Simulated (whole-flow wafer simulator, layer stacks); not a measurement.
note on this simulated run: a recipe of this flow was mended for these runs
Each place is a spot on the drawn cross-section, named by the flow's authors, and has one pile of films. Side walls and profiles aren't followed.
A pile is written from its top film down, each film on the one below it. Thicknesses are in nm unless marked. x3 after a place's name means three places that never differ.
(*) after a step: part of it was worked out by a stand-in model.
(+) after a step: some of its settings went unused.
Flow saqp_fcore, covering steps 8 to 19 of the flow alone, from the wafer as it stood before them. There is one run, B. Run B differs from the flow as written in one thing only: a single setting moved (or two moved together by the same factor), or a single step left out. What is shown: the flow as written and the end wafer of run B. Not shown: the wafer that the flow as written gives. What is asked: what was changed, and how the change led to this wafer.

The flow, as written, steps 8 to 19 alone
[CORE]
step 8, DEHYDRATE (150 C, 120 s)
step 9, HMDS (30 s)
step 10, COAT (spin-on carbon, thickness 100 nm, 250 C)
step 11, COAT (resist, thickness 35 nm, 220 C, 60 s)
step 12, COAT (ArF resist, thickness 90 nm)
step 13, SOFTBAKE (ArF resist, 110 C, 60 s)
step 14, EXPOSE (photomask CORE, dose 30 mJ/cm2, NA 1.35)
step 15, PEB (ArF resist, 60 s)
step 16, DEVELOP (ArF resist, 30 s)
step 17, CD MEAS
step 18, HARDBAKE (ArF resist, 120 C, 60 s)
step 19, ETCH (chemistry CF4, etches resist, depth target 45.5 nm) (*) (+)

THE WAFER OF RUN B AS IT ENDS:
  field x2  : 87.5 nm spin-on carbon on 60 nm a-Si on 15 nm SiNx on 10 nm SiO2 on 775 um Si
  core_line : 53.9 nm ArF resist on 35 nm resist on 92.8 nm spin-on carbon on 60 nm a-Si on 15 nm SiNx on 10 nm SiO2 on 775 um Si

What caused this: step 10, COAT: thickness 92.8 nm was run, whereas the flow has thickness 100 nm.
The wafer lets one read it off: core_line has spin-on carbon 92.8, and step 10 as written asks for 100 nm.

The path from the change to this, step by step:
  step 10, COAT (spin-on carbon, thickness 100 nm, 250 C)
      field x2, core_line: spin-on carbon gains 92.8 (new film) (it would be, as written: spin-on carbon gains 100 (new film))
